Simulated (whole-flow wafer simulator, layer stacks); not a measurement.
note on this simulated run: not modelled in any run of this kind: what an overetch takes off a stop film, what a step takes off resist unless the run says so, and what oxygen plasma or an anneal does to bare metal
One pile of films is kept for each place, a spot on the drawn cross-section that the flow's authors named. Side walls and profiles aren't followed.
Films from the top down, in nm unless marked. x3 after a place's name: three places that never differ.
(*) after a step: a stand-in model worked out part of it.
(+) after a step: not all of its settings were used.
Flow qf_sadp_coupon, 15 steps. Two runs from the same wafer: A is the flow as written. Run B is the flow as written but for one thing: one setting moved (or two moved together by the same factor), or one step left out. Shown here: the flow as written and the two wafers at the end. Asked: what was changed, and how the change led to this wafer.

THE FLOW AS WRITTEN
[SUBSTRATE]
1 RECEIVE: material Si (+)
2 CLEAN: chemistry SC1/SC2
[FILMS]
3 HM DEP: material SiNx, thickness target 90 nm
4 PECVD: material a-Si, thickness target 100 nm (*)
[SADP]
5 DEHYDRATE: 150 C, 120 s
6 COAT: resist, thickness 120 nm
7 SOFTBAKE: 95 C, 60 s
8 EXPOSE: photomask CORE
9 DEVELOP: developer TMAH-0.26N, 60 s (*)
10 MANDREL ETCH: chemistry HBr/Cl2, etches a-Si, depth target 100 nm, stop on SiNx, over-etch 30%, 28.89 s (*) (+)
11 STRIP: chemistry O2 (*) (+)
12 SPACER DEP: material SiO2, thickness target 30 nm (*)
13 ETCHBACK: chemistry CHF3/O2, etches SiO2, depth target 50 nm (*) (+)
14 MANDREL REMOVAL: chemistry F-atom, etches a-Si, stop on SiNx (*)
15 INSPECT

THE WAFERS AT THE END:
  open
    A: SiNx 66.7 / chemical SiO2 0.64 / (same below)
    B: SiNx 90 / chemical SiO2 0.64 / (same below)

The cause: step 10, MANDREL ETCH: chemistry HBr/Cl2, etches a-Si, depth target 100 nm, stop on SiNx, over-etch 30%, 28.89 s (*) (+), was left out.

How the change led to this, step by step:
  11 STRIP: chemistry O2 (*) (+)
      open: A nothing | B chemical SiO2 +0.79 (new film), a-Si -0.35
      m: A chemical SiO2 +0.74 (new film), resist -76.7 (all of it), a-Si -0.32 | B chemical SiO2 +0.71 (new film), resist -120 (all of it), a-Si -0.31
  13 ETCHBACK: chemistry CHF3/O2, etches SiO2, depth target 50 nm (*) (+)
      open: A SiO2 -30 (all of it), SiNx -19 | B SiO2 -30 (all of it), chemical SiO2 -0.79 (all of it), a-Si -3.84
  14 MANDREL REMOVAL: chemistry F-atom, etches a-Si, stop on SiNx (*)
      open: A nothing | B a-Si -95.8 (all of it)
